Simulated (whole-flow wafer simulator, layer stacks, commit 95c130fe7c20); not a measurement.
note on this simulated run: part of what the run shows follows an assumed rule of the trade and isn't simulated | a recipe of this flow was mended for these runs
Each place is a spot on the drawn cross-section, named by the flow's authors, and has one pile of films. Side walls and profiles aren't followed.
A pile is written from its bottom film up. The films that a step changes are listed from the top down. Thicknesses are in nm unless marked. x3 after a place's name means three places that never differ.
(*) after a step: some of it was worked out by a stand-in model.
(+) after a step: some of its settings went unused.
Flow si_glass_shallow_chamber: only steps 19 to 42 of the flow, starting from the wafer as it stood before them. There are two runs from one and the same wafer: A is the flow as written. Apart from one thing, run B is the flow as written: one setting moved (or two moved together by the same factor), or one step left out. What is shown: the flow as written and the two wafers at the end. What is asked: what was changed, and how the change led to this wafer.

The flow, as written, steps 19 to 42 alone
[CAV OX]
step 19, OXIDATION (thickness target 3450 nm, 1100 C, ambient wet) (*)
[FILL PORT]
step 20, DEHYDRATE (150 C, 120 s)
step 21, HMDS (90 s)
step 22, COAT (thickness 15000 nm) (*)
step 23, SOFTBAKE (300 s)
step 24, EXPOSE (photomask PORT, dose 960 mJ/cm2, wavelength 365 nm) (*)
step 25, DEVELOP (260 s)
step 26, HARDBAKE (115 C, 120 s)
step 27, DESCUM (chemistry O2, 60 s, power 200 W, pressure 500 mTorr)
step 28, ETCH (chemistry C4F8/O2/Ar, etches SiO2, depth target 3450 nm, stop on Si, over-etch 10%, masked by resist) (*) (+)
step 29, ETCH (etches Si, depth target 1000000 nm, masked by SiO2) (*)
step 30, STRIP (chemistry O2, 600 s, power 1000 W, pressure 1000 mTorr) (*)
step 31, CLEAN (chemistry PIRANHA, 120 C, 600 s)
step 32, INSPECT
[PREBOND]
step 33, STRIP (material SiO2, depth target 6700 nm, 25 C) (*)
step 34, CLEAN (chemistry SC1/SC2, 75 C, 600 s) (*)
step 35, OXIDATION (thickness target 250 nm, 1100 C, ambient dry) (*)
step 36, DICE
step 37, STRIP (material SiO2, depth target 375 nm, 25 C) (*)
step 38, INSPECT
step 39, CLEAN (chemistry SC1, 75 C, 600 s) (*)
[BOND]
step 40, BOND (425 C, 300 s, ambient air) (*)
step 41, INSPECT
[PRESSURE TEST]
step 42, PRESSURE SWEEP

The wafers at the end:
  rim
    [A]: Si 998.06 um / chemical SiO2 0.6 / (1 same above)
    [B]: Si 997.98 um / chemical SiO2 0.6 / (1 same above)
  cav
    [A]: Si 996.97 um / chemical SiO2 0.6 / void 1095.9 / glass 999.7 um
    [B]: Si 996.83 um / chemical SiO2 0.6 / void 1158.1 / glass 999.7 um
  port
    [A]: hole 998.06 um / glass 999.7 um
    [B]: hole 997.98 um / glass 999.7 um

What caused this: step 19, OXIDATION: 1135 C was run, while the flow as written has 1100 C.

How this came from the change, step by step:
  step 19, OXIDATION (thickness target 3450 nm, 1100 C, ambient wet) (*)
      rim, ramp, septum, ring: A +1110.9 SiO2, -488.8 Si | B +1292.7 SiO2, -568.8 Si
      cav, port: A +3450 SiO2 (new film), -0.6 chemical SiO2 (all of it), -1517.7 Si | B +3773 SiO2 (new film), -0.6 chemical SiO2 (all of it), -1659.9 Si
  step 22, COAT (thickness 15000 nm) (*)
      rim: A +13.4 um thick-i-line-resist (new film) | B +13.43 um thick-i-line-resist (new film)
      ramp: A +12.89 um thick-i-line-resist (new film) | B +12.93 um thick-i-line-resist (new film)
      (as well as at 2 more places)
  step 23, SOFTBAKE (300 s)
      rim: A -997 thick-i-line-resist | B -974.7 thick-i-line-resist
      ramp: A -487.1 thick-i-line-resist | B -475.4 thick-i-line-resist
      (as well as at 4 more places)
  step 25, DEVELOP (260 s)
      port: A -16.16 um thick-i-line-resist (all of it) | B -16.13 um thick-i-line-resist (all of it)
  step 28, ETCH (chemistry C4F8/O2/Ar, etches SiO2, depth target 3450 nm, stop on Si, over-etch 10%, masked by resist) (*) (+)
      port: A -3450 SiO2 (all of it), -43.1 Si | B -3773 SiO2 (all of it), -2.75 Si
  step 29, ETCH (etches Si, depth target 1000000 nm, masked by SiO2) (*)
      rim, ramp: A -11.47 um thick-i-line-resist (all of it), -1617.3 SiO2 | B -11.53 um thick-i-line-resist (all of it), -1588.4 SiO2
      port: A +997.05 um hole (new film), -997.05 um Si (all of it) | B +996.95 um hole (new film), -996.95 um Si (all of it)
      (as well as at 1 more place)
  step 30, STRIP (chemistry O2, 600 s, power 1000 W, pressure 1000 mTorr) (*)
      cav: A -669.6 thick-i-line-resist (all of it) | B -645.6 thick-i-line-resist (all of it)
  step 33, STRIP (material SiO2, depth target 6700 nm, 25 C) (*)
      rim, ramp: A -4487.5 SiO2 (all of it) | B -4698.2 SiO2 (all of it)
      cav: A -3450 SiO2 (all of it) | B -3773 SiO2 (all of it)
      (as well as at 2 more places)
  step 40, BOND (425 C, 300 s, ambient air) (*)
      cav: A +999.7 um glass (new film), +1095.9 void (new film) | B +999.7 um glass (new film), +1158.1 void (new film)
      port: A +999.7 um glass (new film), +1017.3 hole | B +999.7 um glass (new film), +1039 hole
